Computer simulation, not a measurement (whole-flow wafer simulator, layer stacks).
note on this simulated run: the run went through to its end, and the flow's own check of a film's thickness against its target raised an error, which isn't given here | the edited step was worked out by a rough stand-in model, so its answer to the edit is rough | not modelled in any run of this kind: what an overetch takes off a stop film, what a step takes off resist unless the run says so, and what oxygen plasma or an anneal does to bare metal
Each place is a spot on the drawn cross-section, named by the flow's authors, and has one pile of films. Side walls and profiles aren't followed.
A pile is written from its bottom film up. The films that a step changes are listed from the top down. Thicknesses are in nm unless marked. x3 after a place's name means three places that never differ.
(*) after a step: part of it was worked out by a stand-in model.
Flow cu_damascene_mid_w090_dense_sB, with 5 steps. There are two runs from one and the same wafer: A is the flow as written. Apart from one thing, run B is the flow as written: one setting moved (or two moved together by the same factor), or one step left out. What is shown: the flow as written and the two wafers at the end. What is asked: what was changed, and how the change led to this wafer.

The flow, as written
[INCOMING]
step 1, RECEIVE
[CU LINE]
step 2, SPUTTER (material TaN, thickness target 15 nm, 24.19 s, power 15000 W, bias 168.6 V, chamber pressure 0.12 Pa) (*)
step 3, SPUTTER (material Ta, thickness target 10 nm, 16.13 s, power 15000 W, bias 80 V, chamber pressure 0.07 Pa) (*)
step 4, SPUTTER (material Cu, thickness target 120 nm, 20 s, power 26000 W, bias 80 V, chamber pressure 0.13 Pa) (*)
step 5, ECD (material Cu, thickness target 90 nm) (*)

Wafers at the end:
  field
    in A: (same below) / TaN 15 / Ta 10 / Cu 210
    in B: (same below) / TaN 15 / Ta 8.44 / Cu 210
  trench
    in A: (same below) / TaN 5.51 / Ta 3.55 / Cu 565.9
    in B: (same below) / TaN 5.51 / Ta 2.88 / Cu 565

The reason: step 3, SPUTTER: power 12660 W was run, while the flow as written has power 15000 W.

How this came from the change, step by step:
  step 3, SPUTTER (material Ta, thickness target 10 nm, 16.13 s, power 15000 W, bias 80 V, chamber pressure 0.07 Pa) (*)
      field: A Ta gains 10 (new film) | B Ta gains 8.44 (new film)
      trench: A Ta gains 3.55 (new film) | B Ta gains 2.88 (new film)
